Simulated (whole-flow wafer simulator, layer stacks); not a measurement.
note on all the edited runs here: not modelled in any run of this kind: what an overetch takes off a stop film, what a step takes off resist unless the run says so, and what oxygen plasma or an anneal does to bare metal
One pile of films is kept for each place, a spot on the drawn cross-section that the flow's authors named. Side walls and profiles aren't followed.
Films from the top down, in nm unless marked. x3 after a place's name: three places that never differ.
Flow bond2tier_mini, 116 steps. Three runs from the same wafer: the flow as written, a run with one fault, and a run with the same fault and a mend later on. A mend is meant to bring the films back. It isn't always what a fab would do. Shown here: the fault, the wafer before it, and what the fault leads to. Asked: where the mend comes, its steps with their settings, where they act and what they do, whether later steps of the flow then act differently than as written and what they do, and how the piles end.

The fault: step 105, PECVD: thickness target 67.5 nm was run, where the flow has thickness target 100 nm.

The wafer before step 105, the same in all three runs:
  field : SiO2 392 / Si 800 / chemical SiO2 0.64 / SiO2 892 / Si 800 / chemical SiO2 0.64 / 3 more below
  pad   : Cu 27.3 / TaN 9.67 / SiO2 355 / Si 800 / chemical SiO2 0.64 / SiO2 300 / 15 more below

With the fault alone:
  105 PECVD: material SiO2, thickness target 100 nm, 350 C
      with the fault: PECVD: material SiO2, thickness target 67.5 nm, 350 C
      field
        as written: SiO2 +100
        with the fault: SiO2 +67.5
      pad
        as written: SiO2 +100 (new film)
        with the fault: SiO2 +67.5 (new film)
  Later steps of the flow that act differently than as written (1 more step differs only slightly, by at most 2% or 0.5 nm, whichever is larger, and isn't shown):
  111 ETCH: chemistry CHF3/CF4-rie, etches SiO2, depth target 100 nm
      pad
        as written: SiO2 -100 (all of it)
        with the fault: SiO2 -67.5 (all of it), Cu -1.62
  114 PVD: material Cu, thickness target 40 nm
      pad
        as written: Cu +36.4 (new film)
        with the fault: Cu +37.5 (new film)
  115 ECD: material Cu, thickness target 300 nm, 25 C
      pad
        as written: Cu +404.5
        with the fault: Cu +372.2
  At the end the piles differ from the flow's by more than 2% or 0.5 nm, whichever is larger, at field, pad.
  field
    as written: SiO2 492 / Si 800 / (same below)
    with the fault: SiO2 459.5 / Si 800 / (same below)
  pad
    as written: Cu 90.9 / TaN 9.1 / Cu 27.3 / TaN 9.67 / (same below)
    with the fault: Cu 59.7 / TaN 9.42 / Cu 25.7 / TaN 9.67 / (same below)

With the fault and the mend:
  The mend comes after step 105.
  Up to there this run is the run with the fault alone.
  105a PECVD: material SiO2, thickness target 32.5 nm, 350 C (the flow's step 105 once more, with other settings)
      field, pad
        SiO2 +32.5
  No later step of the flow acts differently than as written at any place that is followed.
  At the end the piles are the same as the flow's at every place that both follow.
